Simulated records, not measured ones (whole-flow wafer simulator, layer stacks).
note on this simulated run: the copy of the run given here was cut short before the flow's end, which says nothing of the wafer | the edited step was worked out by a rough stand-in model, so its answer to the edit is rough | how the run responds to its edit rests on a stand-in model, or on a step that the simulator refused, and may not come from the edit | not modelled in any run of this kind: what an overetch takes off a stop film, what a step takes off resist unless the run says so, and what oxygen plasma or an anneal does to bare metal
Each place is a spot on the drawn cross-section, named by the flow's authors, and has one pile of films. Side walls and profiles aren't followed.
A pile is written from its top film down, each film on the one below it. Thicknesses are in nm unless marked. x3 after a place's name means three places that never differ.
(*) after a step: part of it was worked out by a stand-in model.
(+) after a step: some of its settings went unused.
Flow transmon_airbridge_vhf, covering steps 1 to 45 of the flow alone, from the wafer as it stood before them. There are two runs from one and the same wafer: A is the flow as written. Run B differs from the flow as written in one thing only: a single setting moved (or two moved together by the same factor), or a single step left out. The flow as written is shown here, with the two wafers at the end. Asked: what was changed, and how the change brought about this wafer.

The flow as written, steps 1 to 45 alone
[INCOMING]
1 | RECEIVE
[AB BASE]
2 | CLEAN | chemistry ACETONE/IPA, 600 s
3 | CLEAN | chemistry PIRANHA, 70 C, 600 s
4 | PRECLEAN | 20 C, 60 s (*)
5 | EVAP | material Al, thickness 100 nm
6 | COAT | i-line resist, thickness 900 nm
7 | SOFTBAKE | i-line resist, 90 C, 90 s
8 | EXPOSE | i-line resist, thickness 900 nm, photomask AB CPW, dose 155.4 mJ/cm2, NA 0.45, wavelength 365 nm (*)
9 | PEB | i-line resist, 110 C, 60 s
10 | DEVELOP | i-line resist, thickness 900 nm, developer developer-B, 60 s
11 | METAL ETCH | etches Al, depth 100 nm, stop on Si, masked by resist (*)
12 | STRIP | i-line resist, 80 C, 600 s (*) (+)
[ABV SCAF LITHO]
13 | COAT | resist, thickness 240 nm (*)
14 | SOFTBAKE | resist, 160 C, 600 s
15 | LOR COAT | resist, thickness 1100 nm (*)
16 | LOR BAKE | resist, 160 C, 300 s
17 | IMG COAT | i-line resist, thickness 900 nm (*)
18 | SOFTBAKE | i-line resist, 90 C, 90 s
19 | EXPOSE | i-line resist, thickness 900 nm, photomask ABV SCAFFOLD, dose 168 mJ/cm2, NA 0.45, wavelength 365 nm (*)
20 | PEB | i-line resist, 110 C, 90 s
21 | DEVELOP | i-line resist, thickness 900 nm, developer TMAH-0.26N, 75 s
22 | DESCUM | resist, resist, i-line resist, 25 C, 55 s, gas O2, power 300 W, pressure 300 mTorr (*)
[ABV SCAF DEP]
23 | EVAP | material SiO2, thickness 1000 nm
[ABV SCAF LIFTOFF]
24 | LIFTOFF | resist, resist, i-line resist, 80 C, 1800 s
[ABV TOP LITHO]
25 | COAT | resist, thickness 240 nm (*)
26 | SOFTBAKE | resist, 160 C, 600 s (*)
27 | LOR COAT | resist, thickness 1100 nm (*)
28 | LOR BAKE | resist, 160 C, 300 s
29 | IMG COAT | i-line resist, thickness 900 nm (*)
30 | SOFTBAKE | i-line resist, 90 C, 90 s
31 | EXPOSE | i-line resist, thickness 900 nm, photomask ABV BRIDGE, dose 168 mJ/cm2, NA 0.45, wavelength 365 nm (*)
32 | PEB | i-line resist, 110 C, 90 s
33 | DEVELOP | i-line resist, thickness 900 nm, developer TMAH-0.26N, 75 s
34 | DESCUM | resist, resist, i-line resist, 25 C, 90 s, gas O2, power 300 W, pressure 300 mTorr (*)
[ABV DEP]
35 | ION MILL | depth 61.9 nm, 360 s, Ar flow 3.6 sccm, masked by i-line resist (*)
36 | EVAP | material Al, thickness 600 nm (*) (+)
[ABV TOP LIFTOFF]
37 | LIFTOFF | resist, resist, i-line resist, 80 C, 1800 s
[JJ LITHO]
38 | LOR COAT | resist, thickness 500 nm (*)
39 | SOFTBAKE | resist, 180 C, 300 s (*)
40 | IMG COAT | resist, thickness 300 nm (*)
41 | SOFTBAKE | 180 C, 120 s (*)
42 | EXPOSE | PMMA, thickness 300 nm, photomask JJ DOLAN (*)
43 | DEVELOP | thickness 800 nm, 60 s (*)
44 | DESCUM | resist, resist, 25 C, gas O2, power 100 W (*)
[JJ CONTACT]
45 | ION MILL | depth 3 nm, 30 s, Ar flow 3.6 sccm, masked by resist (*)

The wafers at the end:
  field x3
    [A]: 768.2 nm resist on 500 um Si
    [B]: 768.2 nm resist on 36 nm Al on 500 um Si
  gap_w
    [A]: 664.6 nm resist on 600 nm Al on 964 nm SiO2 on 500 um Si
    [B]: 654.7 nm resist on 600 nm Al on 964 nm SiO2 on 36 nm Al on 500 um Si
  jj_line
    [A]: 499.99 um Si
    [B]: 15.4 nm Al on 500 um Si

The reason: step 11, METAL ETCH: depth 64 nm was run, though the flow has depth 100 nm.

The path from the change to this, step by step:
  11 | METAL ETCH | etches Al, depth 100 nm, stop on Si, masked by resist (*)
      field x3, jj_line, gap_w, gap_e: A -100 Al (all of it) | B -64 Al
      ground_far, pad_w, flank_w and 8 more: A -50 i-line resist | B -32 i-line resist
  12 | STRIP | i-line resist, 80 C, 600 s (*) (+)
      ground_far, pad_w, flank_w and 8 more: A -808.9 i-line resist (all of it) | B -826.9 i-line resist (all of it)
  13 | COAT | resist, thickness 240 nm (*)
      flank_w, flank_e: A +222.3 resist (new film) | B +228.2 resist (new film)
  22 | DESCUM | resist, resist, i-line resist, 25 C, 55 s, gas O2, power 300 W, pressure 300 mTorr (*)
      flank_w, flank_e: A -222.3 resist (all of it) | B -228.2 resist (all of it)
  25 | COAT | resist, thickness 240 nm (*)
      flank_w, flank_e: A +152.6 resist (new film) | B +156.5 resist (new film)
  34 | DESCUM | resist, resist, i-line resist, 25 C, 90 s, gas O2, power 300 W, pressure 300 mTorr (*)
      flank_w, flank_e: A -152.6 resist (all of it) | B -156.5 resist (all of it)
  40 | IMG COAT | resist, thickness 300 nm (*)
      flank_w, flank_e: A +212.1 resist | B +217.8 resist
  45 | ION MILL | depth 3 nm, 30 s, Ar flow 3.6 sccm, masked by resist (*)
      jj_line: A -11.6 Si | B -20.6 Al
If metal films that touch count as one body, field x3 has 1 body; the flow as written gives 0 bodies.
If metal films that touch count as one body, gap_w has 2 bodies (between them, from the top down: SiO2 964); the flow as written gives 1 body.
If metal films that touch count as one body, jj_line has 1 body; the flow as written gives 0 bodies.
